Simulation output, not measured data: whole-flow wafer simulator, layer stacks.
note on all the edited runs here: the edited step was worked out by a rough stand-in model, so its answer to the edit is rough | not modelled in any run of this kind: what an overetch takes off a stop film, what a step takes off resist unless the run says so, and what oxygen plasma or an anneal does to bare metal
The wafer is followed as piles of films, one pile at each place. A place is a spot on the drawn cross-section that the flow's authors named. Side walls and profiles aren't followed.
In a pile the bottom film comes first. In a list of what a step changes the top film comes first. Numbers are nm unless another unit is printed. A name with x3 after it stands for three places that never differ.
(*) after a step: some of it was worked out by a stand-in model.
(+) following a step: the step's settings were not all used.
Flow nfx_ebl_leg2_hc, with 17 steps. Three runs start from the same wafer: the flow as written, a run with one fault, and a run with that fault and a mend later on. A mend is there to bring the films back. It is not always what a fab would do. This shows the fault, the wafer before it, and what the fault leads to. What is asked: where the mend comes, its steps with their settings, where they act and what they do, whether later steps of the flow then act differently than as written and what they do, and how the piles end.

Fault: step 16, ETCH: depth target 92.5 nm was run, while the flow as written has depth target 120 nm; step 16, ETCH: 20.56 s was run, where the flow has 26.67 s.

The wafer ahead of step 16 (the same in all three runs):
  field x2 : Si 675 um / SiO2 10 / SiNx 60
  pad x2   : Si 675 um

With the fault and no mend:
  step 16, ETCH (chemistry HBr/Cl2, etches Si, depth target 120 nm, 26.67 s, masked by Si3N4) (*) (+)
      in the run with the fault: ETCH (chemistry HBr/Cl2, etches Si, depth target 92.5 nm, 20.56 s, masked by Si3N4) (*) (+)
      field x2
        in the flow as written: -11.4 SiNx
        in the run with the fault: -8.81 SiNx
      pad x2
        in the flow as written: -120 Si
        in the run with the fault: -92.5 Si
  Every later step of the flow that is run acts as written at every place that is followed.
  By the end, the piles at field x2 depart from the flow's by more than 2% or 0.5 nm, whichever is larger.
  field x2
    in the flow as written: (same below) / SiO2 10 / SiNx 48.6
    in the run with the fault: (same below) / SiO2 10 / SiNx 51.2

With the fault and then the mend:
  After step 17 comes the mend.
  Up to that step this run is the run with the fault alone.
  step 17a, ETCH (chemistry HBr/Cl2, etches Si, depth target 27.5 nm, 6.107 s, masked by Si3N4) (*) (+) (a further turn of the flow's step 16, with different settings)
      field x2
        -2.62 SiNx
      pad x2
        -27.5 Si
  Every later step of the flow that is run acts as written at every place that is followed.
  By the end, the piles equal the flow's at every place that both follow.
